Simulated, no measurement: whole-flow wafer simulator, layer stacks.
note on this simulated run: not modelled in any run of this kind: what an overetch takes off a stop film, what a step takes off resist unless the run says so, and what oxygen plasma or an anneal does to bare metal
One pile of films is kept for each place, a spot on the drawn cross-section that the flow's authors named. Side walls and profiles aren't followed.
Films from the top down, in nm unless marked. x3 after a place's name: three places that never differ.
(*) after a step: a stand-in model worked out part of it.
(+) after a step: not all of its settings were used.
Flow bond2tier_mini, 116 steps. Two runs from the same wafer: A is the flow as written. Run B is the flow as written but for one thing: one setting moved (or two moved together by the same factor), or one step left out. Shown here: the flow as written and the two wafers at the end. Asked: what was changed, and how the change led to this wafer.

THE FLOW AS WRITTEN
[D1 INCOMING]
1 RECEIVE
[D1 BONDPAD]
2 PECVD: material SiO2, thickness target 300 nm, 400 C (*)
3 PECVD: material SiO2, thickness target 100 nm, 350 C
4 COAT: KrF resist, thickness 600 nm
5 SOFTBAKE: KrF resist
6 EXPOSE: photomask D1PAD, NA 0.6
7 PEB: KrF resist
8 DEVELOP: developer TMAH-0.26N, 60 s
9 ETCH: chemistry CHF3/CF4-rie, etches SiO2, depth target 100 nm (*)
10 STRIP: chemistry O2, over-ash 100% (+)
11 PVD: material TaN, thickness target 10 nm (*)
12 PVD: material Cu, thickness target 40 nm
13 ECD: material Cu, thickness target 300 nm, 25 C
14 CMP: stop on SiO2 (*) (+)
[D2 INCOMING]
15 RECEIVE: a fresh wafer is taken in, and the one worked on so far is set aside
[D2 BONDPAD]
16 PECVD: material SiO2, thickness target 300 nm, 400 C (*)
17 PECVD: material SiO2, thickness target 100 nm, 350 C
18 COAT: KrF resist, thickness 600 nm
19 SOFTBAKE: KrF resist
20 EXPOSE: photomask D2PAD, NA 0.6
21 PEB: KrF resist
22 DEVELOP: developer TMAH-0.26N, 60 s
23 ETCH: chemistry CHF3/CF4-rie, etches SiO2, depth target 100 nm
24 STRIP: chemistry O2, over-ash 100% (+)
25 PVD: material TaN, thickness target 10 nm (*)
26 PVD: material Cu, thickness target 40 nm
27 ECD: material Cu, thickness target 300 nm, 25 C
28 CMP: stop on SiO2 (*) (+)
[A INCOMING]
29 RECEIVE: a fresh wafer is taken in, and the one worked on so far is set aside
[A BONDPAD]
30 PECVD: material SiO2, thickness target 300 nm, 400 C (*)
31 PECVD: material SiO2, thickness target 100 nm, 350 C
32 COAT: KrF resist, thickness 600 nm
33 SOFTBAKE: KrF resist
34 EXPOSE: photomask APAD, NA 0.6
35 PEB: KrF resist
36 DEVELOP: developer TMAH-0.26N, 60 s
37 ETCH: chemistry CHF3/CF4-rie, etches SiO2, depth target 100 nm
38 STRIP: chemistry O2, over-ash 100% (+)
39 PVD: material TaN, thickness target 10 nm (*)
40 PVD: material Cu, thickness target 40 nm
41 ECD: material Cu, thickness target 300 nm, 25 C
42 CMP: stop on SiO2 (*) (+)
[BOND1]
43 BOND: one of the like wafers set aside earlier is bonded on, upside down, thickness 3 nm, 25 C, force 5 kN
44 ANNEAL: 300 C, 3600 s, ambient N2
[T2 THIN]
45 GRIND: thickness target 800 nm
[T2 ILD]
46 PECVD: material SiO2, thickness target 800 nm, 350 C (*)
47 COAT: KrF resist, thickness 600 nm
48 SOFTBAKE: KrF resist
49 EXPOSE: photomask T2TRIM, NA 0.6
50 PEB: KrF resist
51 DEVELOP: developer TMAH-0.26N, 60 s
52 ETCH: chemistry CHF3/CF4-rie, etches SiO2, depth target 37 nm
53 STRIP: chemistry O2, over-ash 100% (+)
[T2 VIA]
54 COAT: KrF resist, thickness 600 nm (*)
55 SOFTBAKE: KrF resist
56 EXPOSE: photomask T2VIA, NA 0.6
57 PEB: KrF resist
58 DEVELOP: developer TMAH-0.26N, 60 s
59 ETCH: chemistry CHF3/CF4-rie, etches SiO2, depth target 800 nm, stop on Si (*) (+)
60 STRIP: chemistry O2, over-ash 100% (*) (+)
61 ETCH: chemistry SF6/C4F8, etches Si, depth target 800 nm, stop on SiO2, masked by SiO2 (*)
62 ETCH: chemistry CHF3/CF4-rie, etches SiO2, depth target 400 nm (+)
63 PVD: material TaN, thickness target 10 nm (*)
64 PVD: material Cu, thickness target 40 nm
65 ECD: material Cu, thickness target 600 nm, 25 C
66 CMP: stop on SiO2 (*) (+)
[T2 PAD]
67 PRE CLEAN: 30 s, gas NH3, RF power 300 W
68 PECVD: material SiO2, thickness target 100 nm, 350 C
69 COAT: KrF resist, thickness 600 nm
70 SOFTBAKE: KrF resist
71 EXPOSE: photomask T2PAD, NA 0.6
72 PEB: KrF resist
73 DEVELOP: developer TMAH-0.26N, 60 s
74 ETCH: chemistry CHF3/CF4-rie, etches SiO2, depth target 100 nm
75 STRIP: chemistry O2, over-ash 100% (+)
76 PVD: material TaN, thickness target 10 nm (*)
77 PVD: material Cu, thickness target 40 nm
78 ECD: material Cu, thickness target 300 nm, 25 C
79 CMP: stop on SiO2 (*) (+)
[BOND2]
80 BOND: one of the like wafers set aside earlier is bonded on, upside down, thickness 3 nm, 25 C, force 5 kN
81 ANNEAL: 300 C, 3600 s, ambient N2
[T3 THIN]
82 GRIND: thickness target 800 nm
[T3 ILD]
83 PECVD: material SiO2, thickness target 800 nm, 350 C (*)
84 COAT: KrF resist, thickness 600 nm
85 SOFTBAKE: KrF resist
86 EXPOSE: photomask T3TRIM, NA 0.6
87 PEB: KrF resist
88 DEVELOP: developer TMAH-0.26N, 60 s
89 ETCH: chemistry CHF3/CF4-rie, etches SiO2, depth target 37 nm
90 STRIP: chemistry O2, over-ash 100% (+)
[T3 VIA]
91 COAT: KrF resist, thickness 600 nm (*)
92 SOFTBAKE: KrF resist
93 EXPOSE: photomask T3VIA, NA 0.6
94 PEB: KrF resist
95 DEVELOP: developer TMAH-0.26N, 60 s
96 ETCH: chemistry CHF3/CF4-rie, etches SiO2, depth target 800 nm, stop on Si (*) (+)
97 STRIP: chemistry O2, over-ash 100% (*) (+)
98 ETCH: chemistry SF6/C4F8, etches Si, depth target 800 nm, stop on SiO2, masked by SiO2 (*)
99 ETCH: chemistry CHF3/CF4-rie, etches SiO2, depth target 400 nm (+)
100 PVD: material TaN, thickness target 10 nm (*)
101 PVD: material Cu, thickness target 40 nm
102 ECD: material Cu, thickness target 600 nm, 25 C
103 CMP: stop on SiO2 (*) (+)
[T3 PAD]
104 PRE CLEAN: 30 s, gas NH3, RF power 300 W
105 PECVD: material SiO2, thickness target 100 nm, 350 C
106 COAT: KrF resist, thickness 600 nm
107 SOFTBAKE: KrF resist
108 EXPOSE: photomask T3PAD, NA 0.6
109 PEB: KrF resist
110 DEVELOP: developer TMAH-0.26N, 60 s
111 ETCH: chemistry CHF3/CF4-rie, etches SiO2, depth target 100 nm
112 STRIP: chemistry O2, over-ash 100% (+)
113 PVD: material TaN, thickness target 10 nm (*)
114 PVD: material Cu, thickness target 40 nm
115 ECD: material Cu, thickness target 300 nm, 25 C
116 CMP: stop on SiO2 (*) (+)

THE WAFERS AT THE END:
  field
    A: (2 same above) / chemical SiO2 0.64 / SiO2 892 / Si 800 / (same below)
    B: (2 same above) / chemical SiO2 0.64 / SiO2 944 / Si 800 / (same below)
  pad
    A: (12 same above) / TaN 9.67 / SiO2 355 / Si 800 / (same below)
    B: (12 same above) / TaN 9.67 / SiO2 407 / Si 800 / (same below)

The cause: step 62, ETCH: depth target 348 nm was run, where the flow has depth target 400 nm.

How the change led to this, step by step:
  62 ETCH: chemistry CHF3/CF4-rie, etches SiO2, depth target 400 nm (+)
      field, pad: A SiO2 -400 | B SiO2 -348
